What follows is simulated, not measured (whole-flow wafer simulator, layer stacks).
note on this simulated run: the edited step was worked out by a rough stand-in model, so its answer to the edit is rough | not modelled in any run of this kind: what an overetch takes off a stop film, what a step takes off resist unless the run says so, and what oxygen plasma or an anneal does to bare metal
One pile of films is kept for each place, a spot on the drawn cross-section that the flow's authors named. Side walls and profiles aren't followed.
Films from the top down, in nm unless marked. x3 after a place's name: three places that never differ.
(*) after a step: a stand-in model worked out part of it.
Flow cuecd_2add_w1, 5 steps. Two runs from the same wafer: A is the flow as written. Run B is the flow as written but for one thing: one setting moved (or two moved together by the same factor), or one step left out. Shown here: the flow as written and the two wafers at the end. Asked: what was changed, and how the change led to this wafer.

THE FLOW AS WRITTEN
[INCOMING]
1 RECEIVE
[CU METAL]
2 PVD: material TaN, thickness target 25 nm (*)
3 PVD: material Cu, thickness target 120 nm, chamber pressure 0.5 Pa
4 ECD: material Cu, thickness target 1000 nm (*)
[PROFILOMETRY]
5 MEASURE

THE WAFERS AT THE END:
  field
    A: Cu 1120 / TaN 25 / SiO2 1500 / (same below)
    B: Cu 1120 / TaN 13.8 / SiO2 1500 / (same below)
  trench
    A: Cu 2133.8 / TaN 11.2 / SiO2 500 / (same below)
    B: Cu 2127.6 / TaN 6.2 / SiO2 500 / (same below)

The cause: step 2, PVD: thickness target 13.8 nm was run, where the flow has thickness target 25 nm.
It can be read off the wafer: field has TaN 13.8, and step 2 as written asks for 25 nm.

How the change led to this, step by step:
  2 PVD: material TaN, thickness target 25 nm (*)
      field: A TaN +25 (new film) | B TaN +13.8 (new film)
      trench: A TaN +11.2 (new film) | B TaN +6.2 (new film)
